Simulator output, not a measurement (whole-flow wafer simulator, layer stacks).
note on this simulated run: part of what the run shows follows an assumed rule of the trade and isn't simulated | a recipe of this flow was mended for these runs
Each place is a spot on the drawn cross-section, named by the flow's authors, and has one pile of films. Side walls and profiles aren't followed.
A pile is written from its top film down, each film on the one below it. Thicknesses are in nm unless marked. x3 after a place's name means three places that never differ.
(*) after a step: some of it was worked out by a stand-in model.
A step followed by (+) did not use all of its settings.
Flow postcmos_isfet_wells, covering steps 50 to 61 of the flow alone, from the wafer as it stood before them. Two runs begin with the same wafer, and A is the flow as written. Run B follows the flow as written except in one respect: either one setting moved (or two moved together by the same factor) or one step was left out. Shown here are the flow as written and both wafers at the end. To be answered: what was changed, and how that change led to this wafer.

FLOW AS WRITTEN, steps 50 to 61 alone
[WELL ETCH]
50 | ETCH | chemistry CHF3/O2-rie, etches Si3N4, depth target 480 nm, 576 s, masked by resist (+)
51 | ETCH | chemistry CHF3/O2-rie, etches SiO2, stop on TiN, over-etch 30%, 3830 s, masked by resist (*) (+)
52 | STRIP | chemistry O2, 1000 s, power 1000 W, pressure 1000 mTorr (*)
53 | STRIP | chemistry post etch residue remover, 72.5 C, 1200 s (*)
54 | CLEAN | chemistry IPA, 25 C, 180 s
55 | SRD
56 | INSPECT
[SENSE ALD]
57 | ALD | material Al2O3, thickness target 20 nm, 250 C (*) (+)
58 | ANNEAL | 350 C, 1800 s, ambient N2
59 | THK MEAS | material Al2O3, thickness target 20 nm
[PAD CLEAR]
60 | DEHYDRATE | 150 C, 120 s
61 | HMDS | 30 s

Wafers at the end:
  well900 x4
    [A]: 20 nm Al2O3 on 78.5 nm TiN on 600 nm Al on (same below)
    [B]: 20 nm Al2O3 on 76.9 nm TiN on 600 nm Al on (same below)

Cause: step 51, ETCH: over-etch 32.4% was run, though the flow has over-etch 30%.

The path from the change to this, step by step:
  51 | ETCH | chemistry CHF3/O2-rie, etches SiO2, stop on TiN, over-etch 30%, 3830 s, masked by resist (*) (+)
      well900 x4: A SiO2 loses 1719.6 (all of it), TiN loses 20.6 | B SiO2 loses 1719.6 (all of it), TiN loses 22.3
